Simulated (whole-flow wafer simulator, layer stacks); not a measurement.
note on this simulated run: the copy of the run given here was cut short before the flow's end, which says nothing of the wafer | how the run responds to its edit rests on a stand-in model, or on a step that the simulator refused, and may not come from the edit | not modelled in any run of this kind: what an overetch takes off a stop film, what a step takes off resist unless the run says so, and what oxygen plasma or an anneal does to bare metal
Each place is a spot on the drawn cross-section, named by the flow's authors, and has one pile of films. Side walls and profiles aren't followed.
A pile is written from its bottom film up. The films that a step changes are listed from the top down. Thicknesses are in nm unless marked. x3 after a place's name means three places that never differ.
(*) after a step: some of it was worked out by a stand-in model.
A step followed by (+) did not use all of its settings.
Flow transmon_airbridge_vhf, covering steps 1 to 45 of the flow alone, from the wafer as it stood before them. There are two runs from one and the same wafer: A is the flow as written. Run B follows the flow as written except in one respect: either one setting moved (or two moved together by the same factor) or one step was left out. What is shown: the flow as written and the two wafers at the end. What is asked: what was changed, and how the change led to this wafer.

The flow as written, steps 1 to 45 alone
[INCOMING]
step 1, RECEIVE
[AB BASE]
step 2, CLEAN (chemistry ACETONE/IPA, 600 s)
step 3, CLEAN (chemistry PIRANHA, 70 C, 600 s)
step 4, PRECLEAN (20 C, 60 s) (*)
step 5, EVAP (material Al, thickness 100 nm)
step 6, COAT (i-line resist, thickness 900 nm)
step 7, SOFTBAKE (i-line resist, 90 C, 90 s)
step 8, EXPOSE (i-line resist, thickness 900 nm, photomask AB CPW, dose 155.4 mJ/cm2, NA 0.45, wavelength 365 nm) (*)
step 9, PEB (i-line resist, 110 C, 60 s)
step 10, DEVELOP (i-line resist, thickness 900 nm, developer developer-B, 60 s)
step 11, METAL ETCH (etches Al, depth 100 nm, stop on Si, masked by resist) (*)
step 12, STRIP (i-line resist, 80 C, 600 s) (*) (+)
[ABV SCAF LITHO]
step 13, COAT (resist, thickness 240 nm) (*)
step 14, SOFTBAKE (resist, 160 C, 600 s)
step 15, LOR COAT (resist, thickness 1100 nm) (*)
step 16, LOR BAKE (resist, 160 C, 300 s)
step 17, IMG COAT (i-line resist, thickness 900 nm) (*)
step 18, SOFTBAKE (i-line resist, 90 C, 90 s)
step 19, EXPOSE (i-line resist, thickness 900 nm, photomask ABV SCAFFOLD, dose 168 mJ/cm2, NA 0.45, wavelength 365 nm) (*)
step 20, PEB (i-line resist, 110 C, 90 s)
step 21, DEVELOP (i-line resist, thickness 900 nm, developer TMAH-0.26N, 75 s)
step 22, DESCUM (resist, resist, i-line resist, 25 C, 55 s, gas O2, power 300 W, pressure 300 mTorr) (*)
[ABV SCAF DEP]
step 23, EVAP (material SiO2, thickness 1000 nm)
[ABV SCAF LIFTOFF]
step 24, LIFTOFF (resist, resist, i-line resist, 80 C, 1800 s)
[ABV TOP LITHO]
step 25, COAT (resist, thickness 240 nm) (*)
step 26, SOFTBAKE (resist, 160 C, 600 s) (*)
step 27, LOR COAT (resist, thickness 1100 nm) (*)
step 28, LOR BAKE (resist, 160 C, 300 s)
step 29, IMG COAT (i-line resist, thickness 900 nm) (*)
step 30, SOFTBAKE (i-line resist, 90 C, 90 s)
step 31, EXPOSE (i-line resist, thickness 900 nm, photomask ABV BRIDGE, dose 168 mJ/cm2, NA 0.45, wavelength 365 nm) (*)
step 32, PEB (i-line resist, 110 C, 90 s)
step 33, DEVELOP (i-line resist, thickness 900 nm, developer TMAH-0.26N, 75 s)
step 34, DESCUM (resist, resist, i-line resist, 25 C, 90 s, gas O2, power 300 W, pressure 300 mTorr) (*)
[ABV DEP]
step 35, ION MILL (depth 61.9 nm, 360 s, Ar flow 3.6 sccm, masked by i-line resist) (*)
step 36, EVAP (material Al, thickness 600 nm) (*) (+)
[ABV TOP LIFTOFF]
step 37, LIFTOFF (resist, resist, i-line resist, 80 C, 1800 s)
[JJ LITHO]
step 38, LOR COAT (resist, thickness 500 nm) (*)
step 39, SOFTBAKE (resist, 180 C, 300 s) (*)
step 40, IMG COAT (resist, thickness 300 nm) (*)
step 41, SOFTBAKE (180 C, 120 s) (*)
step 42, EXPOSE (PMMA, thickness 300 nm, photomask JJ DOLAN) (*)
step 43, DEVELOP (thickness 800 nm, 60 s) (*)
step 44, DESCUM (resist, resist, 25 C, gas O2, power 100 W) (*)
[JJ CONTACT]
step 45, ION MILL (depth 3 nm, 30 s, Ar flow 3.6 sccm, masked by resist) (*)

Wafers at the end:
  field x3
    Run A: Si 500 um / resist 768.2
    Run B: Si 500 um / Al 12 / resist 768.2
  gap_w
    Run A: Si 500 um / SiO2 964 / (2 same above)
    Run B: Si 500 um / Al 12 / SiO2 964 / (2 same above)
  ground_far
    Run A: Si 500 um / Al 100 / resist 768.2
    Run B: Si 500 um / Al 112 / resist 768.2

What caused this: step 5, EVAP: thickness 112 nm was run, whereas the flow has thickness 100 nm.
The wafer itself shows it: ground_far has Al 112, and step 5 as written asks for 100 nm.

How this came from the change, step by step:
  step 5, EVAP (material Al, thickness 100 nm)
      field x3, jj_line, ground_far and 12 more: A Al gains 100 (new film) | B Al gains 112 (new film)
  step 11, METAL ETCH (etches Al, depth 100 nm, stop on Si, masked by resist) (*)
      field x3, jj_line, gap_w, gap_e: A Al loses 100 (all of it) | B Al loses 100
  step 45, ION MILL (depth 3 nm, 30 s, Ar flow 3.6 sccm, masked by resist) (*)
      jj_line: A Si loses 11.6 | B Al loses 12 (all of it), Si loses 4.87
Taking metal films that touch as one body, field x3 has 1 body; the flow as written gives 0 bodies.
Taking metal films that touch as one body, gap_w has 2 bodies (between them, from the top down: SiO2 964); the flow as written gives 1 body.
